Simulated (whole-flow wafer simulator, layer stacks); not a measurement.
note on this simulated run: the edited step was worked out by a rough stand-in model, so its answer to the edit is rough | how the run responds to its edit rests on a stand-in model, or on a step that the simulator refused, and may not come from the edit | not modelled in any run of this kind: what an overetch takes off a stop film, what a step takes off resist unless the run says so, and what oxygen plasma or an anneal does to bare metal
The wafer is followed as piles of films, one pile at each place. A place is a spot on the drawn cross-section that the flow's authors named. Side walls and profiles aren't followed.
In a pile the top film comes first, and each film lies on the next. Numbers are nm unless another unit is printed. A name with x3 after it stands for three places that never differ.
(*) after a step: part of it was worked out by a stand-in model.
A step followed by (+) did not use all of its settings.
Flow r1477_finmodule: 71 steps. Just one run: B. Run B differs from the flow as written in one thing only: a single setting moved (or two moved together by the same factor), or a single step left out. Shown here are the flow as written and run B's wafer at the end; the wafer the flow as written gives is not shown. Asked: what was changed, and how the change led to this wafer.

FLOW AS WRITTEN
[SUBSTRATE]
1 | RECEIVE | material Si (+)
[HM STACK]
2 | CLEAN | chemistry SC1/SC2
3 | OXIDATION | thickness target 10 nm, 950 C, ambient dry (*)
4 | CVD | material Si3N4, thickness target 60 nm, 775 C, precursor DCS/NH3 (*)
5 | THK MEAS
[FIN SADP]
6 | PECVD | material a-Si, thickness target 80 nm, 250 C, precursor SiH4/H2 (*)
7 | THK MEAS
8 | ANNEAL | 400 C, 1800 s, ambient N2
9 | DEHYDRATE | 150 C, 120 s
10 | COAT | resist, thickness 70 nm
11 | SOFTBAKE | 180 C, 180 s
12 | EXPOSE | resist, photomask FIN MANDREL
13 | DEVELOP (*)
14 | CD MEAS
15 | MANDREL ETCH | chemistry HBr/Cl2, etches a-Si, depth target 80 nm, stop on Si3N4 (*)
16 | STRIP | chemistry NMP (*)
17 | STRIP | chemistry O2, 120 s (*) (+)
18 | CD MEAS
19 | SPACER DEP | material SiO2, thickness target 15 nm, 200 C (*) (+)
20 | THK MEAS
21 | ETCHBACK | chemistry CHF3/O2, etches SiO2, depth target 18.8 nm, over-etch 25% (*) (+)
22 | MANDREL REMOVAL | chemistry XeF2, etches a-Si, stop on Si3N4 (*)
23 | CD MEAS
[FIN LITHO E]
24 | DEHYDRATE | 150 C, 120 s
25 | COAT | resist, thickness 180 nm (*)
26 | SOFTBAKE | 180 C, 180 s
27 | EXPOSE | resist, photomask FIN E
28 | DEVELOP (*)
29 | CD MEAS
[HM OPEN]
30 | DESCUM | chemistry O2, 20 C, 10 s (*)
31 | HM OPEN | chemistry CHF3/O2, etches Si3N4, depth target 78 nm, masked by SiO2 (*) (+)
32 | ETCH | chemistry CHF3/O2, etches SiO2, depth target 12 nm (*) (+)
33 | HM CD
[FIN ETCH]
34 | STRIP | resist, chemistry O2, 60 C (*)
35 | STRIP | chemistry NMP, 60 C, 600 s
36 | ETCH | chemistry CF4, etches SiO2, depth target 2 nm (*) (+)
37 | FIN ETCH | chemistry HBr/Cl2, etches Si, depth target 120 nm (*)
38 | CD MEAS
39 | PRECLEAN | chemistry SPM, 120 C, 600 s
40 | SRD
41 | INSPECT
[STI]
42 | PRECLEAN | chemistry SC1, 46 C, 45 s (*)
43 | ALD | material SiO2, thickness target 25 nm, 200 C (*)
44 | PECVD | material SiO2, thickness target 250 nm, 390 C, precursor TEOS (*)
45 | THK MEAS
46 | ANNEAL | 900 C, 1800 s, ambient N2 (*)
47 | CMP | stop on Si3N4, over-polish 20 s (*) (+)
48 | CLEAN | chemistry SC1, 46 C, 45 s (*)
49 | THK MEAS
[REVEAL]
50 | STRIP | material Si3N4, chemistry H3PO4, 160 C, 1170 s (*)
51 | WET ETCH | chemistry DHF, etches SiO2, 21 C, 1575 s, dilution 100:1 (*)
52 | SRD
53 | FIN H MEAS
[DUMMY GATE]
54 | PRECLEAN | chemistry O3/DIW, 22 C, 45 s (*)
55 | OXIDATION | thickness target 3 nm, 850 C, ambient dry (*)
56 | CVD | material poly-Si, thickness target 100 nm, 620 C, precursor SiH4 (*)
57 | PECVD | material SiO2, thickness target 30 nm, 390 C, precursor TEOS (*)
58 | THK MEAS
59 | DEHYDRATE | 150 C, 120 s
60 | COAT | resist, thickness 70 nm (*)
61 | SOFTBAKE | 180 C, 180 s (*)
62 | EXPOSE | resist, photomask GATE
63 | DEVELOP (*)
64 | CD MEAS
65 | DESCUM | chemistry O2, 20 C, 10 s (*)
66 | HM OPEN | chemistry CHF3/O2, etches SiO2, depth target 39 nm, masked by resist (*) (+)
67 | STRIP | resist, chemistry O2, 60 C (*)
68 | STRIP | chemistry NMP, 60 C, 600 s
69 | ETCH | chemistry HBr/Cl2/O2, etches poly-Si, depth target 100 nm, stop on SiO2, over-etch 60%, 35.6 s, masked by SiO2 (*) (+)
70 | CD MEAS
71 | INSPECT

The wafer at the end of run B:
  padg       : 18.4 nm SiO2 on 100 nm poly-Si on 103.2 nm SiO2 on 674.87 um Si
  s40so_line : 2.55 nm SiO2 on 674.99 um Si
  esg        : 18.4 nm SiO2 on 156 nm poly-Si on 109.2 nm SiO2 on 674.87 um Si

What caused this: step 57, PECVD: thickness target 23.7 nm was run, though the flow has thickness target 30 nm.

The path from the change to this, step by step:
  57 | PECVD | material SiO2, thickness target 30 nm, 390 C, precursor TEOS (*)
      pad, padg, elg and 33 more: +23.7 SiO2 (new film) (it would be, as written: +30 SiO2 (new film))
  66 | HM OPEN | chemistry CHF3/O2, etches SiO2, depth target 39 nm, masked by resist (*) (+)
      pad, elo, eso and 15 more: -23.7 SiO2 (all of it), -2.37 poly-Si (it would be, as written: -30 SiO2 (all of it), -1.8 poly-Si)
      padg, elg, esg and 15 more: -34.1 resist (it would be, as written: -37.4 resist)
  67 | STRIP | resist, chemistry O2, 60 C (*)
      padg, elg, esg: -19.2 resist (all of it) (it would be, as written: -15.9 resist (all of it))
      e40lg, e100lg, e200lg: -16.1 resist (all of it) (it would be, as written: -12.8 resist (all of it))
      (as well as at 12 more places)
